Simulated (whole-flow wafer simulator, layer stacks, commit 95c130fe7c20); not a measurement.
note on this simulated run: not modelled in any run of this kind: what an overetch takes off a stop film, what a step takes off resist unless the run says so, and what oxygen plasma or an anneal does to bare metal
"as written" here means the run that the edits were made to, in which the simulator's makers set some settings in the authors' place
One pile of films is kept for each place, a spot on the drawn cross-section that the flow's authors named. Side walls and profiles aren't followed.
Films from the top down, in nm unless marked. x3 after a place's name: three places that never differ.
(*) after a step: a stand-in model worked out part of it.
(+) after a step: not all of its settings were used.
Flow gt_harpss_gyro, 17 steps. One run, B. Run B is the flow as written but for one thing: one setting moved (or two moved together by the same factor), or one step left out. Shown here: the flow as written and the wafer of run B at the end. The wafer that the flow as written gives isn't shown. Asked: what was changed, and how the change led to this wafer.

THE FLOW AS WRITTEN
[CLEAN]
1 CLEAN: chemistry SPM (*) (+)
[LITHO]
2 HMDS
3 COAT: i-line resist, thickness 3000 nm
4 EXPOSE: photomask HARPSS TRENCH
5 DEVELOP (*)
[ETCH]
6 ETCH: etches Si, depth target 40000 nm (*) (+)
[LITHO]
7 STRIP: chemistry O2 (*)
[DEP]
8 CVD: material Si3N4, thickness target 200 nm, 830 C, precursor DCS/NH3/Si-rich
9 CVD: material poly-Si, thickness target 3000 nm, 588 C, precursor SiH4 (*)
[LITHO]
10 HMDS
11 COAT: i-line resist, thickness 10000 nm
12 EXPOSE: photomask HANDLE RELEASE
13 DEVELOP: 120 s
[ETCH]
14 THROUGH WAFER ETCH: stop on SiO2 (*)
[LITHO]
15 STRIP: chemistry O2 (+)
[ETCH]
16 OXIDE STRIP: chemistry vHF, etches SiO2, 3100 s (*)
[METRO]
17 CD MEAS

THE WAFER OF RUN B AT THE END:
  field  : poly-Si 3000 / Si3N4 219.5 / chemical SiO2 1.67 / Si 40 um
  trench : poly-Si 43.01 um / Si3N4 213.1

The cause: step 8, CVD: 847 C was run, where the flow has 830 C.

How the change led to this, step by step:
  8 CVD: material Si3N4, thickness target 200 nm, 830 C, precursor DCS/NH3/Si-rich
      field: Si3N4 +219.5 (new film) (as written it would be: Si3N4 +200 (new film))
      trench: Si3N4 +213.1 (new film) (as written it would be: Si3N4 +195.9 (new film))
